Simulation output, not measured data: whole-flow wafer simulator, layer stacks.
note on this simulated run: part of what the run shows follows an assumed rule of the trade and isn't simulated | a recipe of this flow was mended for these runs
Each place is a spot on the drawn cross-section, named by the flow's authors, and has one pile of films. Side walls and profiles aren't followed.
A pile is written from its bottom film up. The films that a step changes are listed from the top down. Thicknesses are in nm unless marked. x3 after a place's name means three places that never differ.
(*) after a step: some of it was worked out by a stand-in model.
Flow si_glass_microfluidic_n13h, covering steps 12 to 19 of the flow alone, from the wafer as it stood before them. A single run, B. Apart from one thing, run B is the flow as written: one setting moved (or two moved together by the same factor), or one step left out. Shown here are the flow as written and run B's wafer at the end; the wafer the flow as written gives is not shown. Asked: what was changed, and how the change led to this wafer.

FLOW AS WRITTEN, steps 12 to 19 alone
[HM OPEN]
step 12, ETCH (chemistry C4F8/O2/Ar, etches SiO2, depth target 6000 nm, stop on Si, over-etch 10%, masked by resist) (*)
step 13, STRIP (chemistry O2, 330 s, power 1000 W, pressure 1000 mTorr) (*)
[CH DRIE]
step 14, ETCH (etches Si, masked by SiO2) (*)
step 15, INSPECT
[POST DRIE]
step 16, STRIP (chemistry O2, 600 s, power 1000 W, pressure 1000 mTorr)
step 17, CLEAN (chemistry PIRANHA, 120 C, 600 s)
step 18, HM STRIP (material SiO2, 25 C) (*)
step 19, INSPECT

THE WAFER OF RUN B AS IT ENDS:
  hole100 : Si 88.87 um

The reason: step 12, ETCH: over-etch 6.13% was run, while the flow as written has over-etch 10%.

Step by step, how the change led to this:
  step 12, ETCH (chemistry C4F8/O2/Ar, etches SiO2, depth target 6000 nm, stop on Si, over-etch 10%, masked by resist) (*)
      land: -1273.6 thick-i-line-resist (in the flow as written it would be: -1320 thick-i-line-resist)
      hole100: -6000 SiO2 (all of it), -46 Si (in the flow as written it would be: -6000 SiO2 (all of it), -75 Si)
